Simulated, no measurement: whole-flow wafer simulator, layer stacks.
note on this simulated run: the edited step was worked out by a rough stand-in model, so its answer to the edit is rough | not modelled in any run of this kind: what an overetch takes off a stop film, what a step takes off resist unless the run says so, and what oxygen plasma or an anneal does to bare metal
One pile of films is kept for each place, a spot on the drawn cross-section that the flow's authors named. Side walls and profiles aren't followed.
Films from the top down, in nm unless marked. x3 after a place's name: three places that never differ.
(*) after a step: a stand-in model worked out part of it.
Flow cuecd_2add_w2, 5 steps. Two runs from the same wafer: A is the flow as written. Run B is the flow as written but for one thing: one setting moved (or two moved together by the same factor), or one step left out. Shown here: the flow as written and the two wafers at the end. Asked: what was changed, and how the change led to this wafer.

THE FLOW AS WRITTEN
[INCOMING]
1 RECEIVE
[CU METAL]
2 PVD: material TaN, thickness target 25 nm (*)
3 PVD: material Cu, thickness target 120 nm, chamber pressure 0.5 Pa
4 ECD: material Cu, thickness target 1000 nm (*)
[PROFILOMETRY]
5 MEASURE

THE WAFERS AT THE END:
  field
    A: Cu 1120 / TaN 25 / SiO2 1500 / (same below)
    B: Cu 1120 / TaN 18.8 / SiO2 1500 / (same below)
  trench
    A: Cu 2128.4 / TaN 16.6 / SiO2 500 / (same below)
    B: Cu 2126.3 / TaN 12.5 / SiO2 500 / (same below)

The cause: step 2, PVD: thickness target 18.8 nm was run, where the flow has thickness target 25 nm.
It can be read off the wafer: field has TaN 18.8, and step 2 as written asks for 25 nm.

How the change led to this, step by step:
  2 PVD: material TaN, thickness target 25 nm (*)
      field: A TaN +25 (new film) | B TaN +18.8 (new film)
      trench: A TaN +16.6 (new film) | B TaN +12.5 (new film)
